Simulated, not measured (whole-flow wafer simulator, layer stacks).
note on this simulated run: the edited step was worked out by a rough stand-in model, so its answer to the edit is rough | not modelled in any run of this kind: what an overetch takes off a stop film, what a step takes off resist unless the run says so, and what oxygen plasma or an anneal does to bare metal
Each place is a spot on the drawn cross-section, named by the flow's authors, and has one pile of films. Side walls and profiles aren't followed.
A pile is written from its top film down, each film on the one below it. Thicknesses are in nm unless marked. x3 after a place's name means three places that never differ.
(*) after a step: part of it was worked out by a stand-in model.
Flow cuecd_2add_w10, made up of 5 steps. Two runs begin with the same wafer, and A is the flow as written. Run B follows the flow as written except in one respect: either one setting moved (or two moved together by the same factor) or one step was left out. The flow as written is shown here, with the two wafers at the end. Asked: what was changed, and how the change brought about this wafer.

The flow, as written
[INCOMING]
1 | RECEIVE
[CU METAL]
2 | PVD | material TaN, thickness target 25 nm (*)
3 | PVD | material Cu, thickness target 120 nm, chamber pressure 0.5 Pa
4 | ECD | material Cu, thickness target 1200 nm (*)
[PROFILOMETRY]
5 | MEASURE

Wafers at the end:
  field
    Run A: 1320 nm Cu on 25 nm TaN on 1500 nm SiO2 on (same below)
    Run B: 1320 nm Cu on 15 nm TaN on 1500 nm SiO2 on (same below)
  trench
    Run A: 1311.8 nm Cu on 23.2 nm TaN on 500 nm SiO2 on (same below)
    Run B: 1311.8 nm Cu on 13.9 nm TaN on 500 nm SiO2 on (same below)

The reason: step 2, PVD: thickness target 15 nm was run, while the flow as written has thickness target 25 nm.
The wafer lets one read it off: field has TaN 15, and step 2 as written asks for 25 nm.

The path from the change to this, step by step:
  2 | PVD | material TaN, thickness target 25 nm (*)
      field: A TaN gains 25 (new film) | B TaN gains 15 (new film)
      trench: A TaN gains 23.2 (new film) | B TaN gains 13.9 (new film)
